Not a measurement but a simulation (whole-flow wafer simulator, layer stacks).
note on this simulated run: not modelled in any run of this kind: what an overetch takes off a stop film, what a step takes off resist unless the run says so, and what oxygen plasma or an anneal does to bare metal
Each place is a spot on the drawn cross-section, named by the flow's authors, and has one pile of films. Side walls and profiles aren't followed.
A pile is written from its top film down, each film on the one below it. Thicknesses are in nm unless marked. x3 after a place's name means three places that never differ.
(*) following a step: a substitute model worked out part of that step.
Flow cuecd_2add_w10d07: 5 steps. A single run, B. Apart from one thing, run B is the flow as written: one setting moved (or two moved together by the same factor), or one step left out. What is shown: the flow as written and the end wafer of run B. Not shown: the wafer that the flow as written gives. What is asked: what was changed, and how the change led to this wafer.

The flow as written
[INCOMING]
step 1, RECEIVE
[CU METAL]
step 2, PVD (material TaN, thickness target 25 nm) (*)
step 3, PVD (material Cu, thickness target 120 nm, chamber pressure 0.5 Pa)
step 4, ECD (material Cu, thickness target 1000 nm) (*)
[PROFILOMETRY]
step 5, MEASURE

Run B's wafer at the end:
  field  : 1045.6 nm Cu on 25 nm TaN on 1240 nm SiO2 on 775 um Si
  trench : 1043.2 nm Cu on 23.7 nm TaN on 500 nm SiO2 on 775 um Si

Cause: step 3, PVD: thickness target 45.6 nm was run, though the flow has thickness target 120 nm.

How this came from the change, step by step:
  step 3, PVD (material Cu, thickness target 120 nm, chamber pressure 0.5 Pa)
      field: Cu gains 45.6 (new film) (as written it would have been: Cu gains 120 (new film))
      trench: Cu gains 43.2 (new film) (as written it would have been: Cu gains 114 (new film))
